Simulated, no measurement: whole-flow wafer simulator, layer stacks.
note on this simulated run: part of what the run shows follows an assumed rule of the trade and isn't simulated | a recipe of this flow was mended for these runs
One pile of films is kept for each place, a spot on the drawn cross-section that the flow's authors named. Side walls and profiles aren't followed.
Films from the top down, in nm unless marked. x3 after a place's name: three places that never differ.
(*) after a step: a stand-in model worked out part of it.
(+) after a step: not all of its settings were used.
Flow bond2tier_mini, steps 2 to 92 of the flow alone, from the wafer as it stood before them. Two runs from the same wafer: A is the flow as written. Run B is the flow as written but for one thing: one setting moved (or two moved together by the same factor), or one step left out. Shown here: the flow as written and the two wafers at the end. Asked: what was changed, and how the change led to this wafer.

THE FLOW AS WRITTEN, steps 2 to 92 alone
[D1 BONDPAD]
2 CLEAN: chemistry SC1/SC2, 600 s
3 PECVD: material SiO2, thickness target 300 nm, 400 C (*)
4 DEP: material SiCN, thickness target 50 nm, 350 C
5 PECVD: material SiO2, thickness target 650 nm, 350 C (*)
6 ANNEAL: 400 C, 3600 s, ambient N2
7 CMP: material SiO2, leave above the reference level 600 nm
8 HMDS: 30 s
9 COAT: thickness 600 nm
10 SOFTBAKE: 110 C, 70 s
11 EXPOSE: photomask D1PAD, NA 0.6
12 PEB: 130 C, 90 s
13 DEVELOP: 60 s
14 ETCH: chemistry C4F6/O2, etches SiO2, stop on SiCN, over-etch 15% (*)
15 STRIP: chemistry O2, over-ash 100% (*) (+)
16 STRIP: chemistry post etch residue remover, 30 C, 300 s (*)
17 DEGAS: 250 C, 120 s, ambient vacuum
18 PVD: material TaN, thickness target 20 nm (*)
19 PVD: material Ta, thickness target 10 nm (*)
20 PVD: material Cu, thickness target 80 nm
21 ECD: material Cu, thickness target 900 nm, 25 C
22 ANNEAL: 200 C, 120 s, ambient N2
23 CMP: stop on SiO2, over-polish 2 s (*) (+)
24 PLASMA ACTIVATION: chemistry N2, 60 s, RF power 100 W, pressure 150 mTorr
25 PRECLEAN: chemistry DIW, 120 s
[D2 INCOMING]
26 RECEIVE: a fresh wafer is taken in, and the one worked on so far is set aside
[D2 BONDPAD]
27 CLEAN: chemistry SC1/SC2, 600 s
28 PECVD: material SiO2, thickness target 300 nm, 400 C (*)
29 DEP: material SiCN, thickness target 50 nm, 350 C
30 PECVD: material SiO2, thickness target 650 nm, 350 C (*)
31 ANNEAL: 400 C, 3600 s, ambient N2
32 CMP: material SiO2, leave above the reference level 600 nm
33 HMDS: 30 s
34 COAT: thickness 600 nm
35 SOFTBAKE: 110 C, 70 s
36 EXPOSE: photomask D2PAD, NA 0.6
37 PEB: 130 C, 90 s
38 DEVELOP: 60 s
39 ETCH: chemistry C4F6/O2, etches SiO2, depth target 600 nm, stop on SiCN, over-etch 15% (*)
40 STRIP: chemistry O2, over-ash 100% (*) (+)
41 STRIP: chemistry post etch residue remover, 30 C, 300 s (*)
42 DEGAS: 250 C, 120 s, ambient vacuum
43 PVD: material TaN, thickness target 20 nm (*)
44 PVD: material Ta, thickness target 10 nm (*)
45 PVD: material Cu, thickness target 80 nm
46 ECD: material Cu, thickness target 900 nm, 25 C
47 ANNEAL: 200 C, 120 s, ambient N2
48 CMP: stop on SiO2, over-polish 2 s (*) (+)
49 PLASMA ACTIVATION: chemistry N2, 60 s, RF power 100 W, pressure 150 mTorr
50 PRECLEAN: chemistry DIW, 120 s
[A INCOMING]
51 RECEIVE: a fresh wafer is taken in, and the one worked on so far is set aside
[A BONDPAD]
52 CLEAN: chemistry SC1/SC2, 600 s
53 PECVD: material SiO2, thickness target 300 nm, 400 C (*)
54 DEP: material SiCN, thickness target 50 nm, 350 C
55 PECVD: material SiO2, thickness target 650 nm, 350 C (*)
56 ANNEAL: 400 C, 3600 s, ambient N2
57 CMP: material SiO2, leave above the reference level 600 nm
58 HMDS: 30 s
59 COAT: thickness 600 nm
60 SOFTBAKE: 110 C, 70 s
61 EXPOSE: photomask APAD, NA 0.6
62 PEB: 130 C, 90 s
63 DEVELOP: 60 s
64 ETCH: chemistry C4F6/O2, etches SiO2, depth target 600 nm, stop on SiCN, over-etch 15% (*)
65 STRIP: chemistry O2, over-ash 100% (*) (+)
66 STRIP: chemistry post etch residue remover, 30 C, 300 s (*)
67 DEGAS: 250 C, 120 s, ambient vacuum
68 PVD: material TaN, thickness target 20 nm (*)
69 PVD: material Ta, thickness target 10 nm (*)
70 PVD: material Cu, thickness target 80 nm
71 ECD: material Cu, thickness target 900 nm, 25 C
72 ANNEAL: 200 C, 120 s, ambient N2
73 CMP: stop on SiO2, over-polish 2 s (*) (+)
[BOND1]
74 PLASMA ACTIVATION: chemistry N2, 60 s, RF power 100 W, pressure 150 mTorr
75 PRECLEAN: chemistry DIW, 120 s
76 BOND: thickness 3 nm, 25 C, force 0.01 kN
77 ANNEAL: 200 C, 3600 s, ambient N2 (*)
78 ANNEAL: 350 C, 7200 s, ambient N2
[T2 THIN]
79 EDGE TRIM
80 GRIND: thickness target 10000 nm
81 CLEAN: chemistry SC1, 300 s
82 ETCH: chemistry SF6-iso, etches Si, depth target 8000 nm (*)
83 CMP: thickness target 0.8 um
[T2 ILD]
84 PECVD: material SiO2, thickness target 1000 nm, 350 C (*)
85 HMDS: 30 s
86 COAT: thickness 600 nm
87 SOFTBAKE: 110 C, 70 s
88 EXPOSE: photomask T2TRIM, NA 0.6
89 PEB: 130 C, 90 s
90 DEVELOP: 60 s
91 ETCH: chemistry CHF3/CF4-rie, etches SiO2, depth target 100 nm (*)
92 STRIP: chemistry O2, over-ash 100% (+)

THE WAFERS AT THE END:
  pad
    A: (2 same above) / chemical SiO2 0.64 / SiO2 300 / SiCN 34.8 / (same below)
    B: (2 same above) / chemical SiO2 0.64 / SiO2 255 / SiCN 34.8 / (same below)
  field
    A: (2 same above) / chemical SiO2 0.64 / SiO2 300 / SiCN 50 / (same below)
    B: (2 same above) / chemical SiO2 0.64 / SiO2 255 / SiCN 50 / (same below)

The cause: step 3, PECVD: thickness target 255 nm was run, where the flow has thickness target 300 nm.
It can be read off the wafer: pad has SiO2 255, and step 3 as written asks for 300 nm.

How the change led to this, step by step:
  3 PECVD: material SiO2, thickness target 300 nm, 400 C (*)
      field, pad, via: A SiO2 +300 (new film) | B SiO2 +255 (new film)
  76 BOND: thickness 3 nm, 25 C, force 0.01 kN
      field: A Si +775 um (new film), chemical SiO2 +0.64 (new film), SiO2 +300 (new film), SiCN +50 (new film), SiO2 +600 | B Si +775 um (new film), chemical SiO2 +0.64 (new film), SiO2 +255 (new film), SiCN +50 (new film), SiO2 +600
      pad: A Si +775 um (new film), chemical SiO2 +0.64 (new film), SiO2 +300 (new film), SiCN +34.8 (new film), TaN +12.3 (new film), Ta +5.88 (new film), Cu +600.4 | B Si +775 um (new film), chemical SiO2 +0.64 (new film), SiO2 +255 (new film), SiCN +34.8 (new film), TaN +12.3 (new film), Ta +5.88 (new film), Cu +600.4
      (and at 1 more place)
